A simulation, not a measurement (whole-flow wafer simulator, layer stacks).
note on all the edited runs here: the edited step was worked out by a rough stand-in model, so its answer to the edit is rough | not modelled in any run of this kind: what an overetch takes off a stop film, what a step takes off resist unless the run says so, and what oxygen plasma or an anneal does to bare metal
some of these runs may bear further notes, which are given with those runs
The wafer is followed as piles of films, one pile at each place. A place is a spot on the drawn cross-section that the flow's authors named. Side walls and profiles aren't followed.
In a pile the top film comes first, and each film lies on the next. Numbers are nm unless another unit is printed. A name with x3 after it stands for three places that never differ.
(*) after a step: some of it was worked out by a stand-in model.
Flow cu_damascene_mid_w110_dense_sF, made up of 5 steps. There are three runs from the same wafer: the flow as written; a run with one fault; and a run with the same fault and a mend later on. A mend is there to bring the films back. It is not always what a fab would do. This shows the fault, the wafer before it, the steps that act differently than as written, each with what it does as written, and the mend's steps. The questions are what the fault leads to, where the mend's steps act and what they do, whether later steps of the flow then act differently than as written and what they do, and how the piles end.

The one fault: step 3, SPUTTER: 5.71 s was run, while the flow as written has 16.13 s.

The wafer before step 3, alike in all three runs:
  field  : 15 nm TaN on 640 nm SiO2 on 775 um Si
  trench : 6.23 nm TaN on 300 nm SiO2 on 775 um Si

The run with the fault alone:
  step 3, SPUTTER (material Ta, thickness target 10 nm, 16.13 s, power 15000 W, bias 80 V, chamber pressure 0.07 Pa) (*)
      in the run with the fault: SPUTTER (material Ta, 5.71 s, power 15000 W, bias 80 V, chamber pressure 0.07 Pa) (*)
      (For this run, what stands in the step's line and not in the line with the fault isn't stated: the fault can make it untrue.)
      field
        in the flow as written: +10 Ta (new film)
        in the run with the fault: +3.54 Ta (new film)
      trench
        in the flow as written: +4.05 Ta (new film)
        in the run with the fault: +1.43 Ta (new film)
  Steps further on in the flow that do not act as written (1 other step is not shown; it differs only slightly, by no more than 2% or 0.5 nm, whichever is larger):
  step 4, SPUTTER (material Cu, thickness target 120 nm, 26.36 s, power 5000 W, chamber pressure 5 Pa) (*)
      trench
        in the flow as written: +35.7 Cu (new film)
        in the run with the fault: +36.5 Cu (new film)
  The piles end different from the flow's at field, trench by more than 2% or 0.5 nm, whichever is larger.
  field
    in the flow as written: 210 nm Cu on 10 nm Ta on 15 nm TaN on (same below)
    in the run with the fault: 210 nm Cu on 3.54 nm Ta on 15 nm TaN on (same below)
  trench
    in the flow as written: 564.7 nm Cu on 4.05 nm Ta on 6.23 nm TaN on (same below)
    in the run with the fault: 560.9 nm Cu on 1.43 nm Ta on 6.23 nm TaN on (same below)

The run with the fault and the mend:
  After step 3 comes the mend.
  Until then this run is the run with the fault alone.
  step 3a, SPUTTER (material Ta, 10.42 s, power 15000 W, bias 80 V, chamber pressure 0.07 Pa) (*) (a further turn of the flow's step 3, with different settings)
      field
        +6.46 Ta
      trench
        +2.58 Ta
  Later steps of the flow that are run all act as written at every place that is followed, up to a difference of at most 2% or 0.5 nm, whichever is larger.
  When the end is reached, the piles differ only a little from the flow's at the places that both follow, at most by 2% or 0.5 nm, whichever is larger.
